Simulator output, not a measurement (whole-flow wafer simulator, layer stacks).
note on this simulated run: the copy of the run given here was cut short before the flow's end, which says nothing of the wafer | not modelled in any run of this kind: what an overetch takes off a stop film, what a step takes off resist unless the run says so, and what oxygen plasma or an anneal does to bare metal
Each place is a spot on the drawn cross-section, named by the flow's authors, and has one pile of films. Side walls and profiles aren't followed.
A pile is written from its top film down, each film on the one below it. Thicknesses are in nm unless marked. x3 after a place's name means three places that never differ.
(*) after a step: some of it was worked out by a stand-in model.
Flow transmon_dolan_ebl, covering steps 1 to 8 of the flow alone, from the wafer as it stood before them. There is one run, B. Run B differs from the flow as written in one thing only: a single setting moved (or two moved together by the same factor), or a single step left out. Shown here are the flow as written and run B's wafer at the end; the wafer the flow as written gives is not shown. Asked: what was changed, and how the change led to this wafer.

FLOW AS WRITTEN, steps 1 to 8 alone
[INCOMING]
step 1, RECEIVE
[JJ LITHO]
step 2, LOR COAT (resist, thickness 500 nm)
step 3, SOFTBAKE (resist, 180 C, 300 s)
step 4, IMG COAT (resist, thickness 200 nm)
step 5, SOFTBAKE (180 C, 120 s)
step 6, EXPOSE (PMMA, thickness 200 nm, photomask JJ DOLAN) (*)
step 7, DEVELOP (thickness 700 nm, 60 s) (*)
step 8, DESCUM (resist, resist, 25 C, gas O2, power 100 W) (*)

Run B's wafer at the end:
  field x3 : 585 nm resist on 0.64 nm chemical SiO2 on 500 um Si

The reason: step 4, IMG COAT: thickness 100 nm was run, though the flow has thickness 200 nm.

How this came from the change, step by step:
  step 4, IMG COAT (resist, thickness 200 nm)
      field x3, jj_line: resist gains 100 (it would be, as written: resist gains 200)
  step 7, DEVELOP (thickness 700 nm, 60 s) (*)
      jj_line: resist loses 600 (all of it) (it would be, as written: resist loses 700 (all of it))
